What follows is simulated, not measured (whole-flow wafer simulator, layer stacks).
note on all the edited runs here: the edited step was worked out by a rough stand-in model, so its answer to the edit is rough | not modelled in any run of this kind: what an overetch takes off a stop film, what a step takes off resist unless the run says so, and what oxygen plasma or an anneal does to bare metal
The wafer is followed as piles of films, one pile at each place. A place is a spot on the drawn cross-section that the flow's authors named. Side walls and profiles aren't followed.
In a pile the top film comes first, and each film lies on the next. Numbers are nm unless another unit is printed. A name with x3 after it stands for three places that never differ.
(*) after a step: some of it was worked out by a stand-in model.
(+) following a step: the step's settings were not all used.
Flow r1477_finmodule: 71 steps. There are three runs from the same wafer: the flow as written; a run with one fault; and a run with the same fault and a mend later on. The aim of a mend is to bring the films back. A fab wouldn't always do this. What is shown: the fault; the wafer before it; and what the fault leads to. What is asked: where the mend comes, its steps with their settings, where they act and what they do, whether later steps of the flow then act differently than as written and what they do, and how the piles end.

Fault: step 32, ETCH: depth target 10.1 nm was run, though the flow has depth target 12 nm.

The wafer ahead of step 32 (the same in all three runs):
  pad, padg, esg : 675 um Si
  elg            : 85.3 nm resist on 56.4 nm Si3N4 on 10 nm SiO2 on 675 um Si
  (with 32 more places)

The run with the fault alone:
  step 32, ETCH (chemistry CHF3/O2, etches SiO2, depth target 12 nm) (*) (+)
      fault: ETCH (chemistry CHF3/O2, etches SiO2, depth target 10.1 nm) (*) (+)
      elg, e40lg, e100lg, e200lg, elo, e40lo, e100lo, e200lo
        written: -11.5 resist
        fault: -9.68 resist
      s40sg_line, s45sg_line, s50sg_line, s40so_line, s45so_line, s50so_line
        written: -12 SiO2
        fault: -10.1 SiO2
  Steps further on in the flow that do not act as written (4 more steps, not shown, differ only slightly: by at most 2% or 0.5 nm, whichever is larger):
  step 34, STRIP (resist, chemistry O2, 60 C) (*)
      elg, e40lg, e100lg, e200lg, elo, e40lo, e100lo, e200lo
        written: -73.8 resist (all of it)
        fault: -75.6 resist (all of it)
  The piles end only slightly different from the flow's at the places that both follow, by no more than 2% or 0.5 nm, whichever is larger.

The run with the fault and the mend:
  The mend follows step 32.
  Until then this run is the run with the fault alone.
  step 32a, ETCH (chemistry CHF3/O2, etches SiO2, depth target 1.9 nm) (*) (the flow's step 32 again, with other settings)
      pad, padg, e40sg and 11 more
        -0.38 Si
      elg, e40lg, e100lg, e200lg, elo, e40lo, e100lo, e200lo
        -1.82 resist
      s40sg_line, s45sg_line, s50sg_line, s40so_line, s45so_line, s50so_line
        -1.9 SiO2
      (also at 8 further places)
  Every later step of the flow that is run acts as written, at every place that is followed, to within 2% or 0.5 nm, whichever is larger.
  The piles end only slightly different from the flow's at the places that both follow, by no more than 2% or 0.5 nm, whichever is larger.
